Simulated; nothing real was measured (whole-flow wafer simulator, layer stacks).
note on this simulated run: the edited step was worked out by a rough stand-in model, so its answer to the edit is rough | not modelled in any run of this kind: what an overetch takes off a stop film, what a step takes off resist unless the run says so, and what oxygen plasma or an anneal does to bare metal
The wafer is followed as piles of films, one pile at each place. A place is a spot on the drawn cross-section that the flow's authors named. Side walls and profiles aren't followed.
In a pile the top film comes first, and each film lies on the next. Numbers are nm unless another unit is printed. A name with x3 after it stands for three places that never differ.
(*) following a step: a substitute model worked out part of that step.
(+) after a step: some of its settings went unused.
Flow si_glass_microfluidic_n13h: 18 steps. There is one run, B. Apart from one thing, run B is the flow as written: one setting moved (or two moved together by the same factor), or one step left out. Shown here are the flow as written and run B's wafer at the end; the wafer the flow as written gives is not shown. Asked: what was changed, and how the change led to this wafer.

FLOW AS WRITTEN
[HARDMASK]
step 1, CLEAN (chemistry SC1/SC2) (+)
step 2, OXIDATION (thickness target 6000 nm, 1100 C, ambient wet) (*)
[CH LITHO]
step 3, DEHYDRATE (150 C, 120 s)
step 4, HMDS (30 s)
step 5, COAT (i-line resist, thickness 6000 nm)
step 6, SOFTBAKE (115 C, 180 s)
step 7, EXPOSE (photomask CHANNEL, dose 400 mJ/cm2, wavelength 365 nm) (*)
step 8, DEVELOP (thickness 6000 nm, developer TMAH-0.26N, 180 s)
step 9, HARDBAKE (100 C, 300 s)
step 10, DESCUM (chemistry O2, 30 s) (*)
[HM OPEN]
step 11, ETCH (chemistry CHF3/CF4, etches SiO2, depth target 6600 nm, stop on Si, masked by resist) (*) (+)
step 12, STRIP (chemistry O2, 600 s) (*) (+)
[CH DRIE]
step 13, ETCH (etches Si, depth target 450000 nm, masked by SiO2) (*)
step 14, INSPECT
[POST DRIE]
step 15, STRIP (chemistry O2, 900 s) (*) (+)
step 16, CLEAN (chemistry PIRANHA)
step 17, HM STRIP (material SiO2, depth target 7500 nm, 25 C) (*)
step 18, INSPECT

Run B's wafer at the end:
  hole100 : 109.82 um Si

Cause: step 13, ETCH: depth target 427500 nm was run, whereas the flow has depth target 450000 nm.

Step by step, how the change led to this:
  step 13, ETCH (etches Si, depth target 450000 nm, masked by SiO2) (*)
      land: -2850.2 SiO2 (it would be, as written: -3004.3 SiO2)
      hole100: -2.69 chemical SiO2 (all of it), -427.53 um Si (it would be, as written: -2.69 chemical SiO2 (all of it), -450.64 um Si)
  step 17, HM STRIP (material SiO2, depth target 7500 nm, 25 C) (*)
      land: -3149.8 SiO2 (all of it) (it would be, as written: -2995.7 SiO2 (all of it))
